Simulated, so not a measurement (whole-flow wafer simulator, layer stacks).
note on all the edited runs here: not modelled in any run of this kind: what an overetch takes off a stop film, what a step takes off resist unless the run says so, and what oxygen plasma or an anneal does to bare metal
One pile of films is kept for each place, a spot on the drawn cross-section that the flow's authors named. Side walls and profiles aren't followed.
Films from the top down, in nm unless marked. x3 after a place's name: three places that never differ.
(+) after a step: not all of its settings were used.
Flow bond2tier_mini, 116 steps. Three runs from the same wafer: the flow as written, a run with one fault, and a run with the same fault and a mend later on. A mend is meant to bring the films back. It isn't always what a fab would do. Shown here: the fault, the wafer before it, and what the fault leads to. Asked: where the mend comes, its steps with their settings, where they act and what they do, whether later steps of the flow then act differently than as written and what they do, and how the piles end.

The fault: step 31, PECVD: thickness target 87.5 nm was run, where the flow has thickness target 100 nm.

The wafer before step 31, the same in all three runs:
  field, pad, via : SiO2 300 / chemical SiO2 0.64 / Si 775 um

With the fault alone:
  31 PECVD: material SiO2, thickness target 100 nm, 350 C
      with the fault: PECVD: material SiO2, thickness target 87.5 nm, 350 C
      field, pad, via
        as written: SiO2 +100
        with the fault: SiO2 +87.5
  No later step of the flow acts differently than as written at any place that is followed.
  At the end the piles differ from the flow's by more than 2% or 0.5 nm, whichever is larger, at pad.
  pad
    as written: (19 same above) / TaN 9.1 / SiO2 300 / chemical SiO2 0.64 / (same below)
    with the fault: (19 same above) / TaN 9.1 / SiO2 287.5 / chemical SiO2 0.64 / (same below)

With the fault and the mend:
  The mend comes after step 36.
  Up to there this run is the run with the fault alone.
  36a STRIP: chemistry O2, over-ash 100% (+)
      field
        KrF resist -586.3 (all of it)
  36b PECVD: material SiO2, thickness target 12.5 nm, 350 C (the flow's step 31 once more, with other settings)
      field, pad, via
        SiO2 +12.5
  36c COAT: KrF resist, thickness 600 nm (the flow's step 32 once more)
      field, pad, via
        KrF resist +600 (new film)
  36d SOFTBAKE: KrF resist (the flow's step 33 once more)
      changes no film at any place that is followed
  36e EXPOSE: photomask APAD, NA 0.6 (the flow's step 34 once more)
      changes no film at any place that is followed
  36f PEB: KrF resist (the flow's step 35 once more)
      changes no film at any place that is followed
  36g DEVELOP: developer TMAH-0.26N, 60 s (the flow's step 36 once more)
      pad, via
        KrF resist -600 (all of it)
      field
        KrF resist -13.7
  No later step of the flow acts differently than as written at any place that is followed.
  At the end the piles are the same as the flow's at every place that both follow.
